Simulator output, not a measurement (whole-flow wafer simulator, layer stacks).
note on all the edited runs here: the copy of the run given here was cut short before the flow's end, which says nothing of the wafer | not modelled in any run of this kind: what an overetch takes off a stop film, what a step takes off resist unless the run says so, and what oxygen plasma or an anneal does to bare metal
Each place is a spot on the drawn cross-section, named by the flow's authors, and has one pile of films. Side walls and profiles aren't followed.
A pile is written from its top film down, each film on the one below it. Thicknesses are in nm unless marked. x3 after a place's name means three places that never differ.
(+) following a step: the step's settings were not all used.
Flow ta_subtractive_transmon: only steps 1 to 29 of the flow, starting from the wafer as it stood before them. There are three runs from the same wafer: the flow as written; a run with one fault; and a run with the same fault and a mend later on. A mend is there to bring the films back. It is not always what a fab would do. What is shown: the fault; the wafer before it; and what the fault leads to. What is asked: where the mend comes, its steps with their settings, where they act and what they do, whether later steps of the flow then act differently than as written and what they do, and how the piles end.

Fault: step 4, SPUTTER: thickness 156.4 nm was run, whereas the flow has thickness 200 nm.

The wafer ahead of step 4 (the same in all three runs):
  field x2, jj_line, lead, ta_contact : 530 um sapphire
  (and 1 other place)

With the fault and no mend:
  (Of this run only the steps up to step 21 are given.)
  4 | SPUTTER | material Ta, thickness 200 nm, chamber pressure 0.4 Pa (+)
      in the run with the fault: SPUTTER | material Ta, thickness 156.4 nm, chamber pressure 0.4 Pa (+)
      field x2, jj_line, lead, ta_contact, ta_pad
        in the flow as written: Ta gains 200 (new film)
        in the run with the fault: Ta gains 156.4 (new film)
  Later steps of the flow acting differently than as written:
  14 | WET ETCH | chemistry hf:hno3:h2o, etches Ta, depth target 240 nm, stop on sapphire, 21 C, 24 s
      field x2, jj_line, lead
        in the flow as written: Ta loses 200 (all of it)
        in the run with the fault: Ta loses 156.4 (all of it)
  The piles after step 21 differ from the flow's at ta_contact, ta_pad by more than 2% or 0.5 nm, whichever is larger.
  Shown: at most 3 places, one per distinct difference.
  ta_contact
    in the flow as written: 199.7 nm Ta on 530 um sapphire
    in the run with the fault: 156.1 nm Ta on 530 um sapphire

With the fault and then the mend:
  After step 5 comes the mend.
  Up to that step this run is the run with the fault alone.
  5a | WET ETCH | chemistry hf:hno3:h2o, etches Ta, depth target 179.8 nm, stop on sapphire, 21 C, 17.98 s
      field x2, jj_line, lead, ta_contact, ta_pad
        Ta loses 156.4 (all of it)
  5b | SPUTTER | material Ta, thickness 200 nm, chamber pressure 0.4 Pa (+) (a further turn of the flow's step 4)
      field x2, jj_line, lead, ta_contact, ta_pad
        Ta gains 200 (new film)
  Every later step of the flow that is run acts as written at every place that is followed.
  At every place that both follow, the piles at the end match the flow's.
